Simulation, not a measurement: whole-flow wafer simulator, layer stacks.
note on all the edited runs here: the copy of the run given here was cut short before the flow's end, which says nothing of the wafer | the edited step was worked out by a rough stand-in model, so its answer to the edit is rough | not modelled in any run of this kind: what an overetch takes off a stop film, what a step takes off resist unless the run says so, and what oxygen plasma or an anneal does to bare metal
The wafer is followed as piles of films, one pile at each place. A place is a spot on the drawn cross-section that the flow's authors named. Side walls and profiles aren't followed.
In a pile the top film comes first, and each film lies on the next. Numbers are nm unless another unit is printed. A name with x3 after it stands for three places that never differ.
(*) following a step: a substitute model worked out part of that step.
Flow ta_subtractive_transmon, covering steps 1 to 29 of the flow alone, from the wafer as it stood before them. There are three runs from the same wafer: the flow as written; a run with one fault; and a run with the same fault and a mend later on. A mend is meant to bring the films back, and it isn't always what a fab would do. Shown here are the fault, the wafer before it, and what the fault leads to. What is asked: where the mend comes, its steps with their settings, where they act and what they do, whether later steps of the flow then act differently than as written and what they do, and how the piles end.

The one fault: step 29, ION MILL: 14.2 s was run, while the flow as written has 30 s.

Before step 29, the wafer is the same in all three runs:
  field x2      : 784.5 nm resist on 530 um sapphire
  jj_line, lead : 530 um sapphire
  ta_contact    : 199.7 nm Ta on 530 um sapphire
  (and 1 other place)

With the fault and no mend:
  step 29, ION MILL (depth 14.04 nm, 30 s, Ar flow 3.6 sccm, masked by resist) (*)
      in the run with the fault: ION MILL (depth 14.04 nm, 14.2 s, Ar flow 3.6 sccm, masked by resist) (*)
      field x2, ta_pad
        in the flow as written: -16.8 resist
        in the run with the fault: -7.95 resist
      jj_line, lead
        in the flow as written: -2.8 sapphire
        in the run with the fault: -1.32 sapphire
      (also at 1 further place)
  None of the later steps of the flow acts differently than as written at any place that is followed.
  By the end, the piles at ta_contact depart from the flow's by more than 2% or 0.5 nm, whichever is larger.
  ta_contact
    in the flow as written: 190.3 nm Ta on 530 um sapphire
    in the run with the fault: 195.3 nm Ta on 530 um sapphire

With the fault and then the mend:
  After step 29 comes the mend.
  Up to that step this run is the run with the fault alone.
  step 29a, ION MILL (depth 14.04 nm, 15.8 s, Ar flow 3.6 sccm, masked by resist) (*) (a further turn of the flow's step 29, with different settings)
      field x2, ta_pad
        -8.84 resist
      jj_line, lead
        -1.47 sapphire
      ta_contact
        -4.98 Ta
  None of the later steps of the flow acts differently than as written at any place that is followed.
  The piles end the same as the flow's at every place that both follow.
